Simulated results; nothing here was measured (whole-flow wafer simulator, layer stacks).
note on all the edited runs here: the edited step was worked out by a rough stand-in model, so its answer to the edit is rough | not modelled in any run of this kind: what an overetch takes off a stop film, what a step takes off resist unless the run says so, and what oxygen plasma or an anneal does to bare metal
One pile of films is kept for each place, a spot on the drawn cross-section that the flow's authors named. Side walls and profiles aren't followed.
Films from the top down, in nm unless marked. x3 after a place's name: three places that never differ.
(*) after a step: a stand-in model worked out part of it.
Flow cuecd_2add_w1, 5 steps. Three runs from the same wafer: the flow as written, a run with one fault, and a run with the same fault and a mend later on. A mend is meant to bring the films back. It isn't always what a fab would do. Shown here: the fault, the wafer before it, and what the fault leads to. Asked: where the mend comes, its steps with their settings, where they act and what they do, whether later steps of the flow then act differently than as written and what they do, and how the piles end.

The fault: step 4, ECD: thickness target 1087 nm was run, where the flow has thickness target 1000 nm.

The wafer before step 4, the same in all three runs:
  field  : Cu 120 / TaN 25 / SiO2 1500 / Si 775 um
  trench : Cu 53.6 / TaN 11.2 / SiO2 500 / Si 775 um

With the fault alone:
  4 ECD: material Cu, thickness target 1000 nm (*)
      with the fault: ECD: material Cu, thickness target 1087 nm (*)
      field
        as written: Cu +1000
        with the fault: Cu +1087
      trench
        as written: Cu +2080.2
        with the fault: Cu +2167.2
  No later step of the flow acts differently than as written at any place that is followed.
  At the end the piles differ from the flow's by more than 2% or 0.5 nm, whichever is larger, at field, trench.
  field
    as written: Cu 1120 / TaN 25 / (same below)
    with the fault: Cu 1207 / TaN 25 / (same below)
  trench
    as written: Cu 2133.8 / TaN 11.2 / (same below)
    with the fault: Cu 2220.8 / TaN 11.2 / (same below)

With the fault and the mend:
  The mend comes after step 5.
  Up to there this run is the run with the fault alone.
  5a ETCH: chemistry cu recess dil, depth target 87 nm
      field, trench
        Cu -87
  No later step of the flow acts differently than as written at any place that is followed.
  At the end the piles are the same as the flow's at every place that both follow.
